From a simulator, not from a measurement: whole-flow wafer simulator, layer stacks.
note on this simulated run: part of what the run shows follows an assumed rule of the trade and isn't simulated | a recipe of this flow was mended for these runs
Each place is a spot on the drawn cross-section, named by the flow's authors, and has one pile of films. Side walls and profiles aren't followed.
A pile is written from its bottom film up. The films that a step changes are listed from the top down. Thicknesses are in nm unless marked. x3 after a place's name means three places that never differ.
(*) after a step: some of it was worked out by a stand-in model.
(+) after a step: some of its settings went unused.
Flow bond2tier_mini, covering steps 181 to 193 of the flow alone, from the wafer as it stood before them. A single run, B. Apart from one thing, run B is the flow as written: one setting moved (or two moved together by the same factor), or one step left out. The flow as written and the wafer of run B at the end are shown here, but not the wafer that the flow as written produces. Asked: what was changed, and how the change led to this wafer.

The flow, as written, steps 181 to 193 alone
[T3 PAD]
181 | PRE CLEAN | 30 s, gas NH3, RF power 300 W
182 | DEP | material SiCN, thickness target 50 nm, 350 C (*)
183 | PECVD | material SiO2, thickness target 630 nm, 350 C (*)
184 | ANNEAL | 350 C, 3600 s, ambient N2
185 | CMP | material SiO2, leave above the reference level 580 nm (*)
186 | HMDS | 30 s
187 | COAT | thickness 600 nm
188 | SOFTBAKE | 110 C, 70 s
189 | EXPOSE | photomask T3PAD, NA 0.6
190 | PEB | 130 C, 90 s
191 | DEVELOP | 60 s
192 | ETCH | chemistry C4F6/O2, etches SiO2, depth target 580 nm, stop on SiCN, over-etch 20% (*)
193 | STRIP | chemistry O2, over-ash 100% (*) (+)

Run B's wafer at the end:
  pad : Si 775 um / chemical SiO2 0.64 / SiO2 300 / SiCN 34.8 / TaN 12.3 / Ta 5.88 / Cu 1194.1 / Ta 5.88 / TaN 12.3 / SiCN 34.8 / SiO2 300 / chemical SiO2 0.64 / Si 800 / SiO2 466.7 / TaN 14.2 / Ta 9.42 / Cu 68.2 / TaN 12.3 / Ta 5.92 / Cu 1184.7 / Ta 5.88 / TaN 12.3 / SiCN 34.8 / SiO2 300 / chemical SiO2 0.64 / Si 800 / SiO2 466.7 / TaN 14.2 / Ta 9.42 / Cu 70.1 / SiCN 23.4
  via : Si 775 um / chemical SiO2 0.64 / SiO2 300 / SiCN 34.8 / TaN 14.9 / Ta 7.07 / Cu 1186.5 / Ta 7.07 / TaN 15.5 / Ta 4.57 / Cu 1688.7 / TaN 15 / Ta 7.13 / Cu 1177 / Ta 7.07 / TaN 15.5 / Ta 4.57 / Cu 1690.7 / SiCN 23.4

Cause: step 192, ETCH: depth target 615 nm was run, though the flow has depth target 580 nm.

Step by step, how the change led to this:
  192 | ETCH | chemistry C4F6/O2, etches SiO2, depth target 580 nm, stop on SiCN, over-etch 20% (*)
      pad, via: -580 SiO2 (all of it), -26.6 SiCN (it would be, as written: -580 SiO2 (all of it), -19.6 SiCN)
      field: -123 thick-KrF-resist (it would be, as written: -116 thick-KrF-resist)
